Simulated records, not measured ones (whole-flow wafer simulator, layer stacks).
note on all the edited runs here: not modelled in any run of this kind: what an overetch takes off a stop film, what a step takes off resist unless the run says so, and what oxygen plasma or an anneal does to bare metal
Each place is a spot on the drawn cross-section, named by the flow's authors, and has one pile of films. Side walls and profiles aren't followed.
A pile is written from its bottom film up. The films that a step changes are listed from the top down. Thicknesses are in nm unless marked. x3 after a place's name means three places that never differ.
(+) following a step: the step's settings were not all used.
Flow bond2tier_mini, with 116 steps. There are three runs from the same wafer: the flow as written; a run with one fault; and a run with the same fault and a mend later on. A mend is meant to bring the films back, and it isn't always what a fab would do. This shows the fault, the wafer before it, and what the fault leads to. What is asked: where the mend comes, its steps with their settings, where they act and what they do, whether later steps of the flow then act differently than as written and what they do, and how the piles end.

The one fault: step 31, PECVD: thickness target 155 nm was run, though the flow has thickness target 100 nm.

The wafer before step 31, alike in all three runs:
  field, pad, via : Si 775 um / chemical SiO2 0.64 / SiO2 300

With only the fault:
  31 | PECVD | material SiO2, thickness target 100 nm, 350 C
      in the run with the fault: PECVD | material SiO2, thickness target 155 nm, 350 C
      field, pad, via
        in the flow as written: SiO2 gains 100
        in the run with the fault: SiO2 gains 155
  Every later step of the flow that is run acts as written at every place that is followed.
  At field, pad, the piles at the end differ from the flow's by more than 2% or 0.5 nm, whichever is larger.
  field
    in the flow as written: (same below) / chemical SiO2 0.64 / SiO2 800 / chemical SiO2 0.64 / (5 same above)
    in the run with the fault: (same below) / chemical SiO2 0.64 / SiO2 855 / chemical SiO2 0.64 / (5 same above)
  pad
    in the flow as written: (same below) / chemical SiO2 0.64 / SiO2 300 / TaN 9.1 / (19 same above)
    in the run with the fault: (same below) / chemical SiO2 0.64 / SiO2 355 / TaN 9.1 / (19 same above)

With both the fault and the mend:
  The mend stands after step 36.
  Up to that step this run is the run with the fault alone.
  37 | ETCH | chemistry CHF3/CF4-rie, etches SiO2, depth target 155 nm (the flow's step 37; as written it has depth target 100 nm)
      pad, via
        SiO2 loses 155
      field
        KrF resist loses 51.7
  Later steps of the flow acting differently than as written (1 other step is not shown; it differs only slightly, by no more than 2% or 0.5 nm, whichever is larger):
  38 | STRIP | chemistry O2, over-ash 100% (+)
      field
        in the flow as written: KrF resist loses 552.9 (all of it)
        in the run with the mend: KrF resist loses 534.6 (all of it)
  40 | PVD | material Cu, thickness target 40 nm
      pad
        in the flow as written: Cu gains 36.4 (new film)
        in the run with the mend: Cu gains 34.6 (new film)
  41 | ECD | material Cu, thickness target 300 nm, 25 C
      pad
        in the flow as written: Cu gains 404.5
        in the run with the mend: Cu gains 461.8
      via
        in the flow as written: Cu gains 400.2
        in the run with the mend: Cu gains 455.6
  At field, pad, the piles at the end differ from the flow's by more than 2% or 0.5 nm, whichever is larger.
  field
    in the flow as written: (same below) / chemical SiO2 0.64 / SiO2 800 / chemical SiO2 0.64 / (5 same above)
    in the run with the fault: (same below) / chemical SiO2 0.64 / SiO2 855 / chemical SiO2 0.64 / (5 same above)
    in the run with the mend: (same below) / chemical SiO2 0.64 / SiO2 855 / chemical SiO2 0.64 / (5 same above)
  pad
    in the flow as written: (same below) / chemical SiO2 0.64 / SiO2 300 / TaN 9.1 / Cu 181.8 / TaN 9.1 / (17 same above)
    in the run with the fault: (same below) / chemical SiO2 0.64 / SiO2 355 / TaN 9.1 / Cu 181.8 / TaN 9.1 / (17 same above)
    in the run with the mend: (same below) / chemical SiO2 0.64 / SiO2 300 / TaN 8.64 / Cu 237.3 / TaN 9.1 / (17 same above)
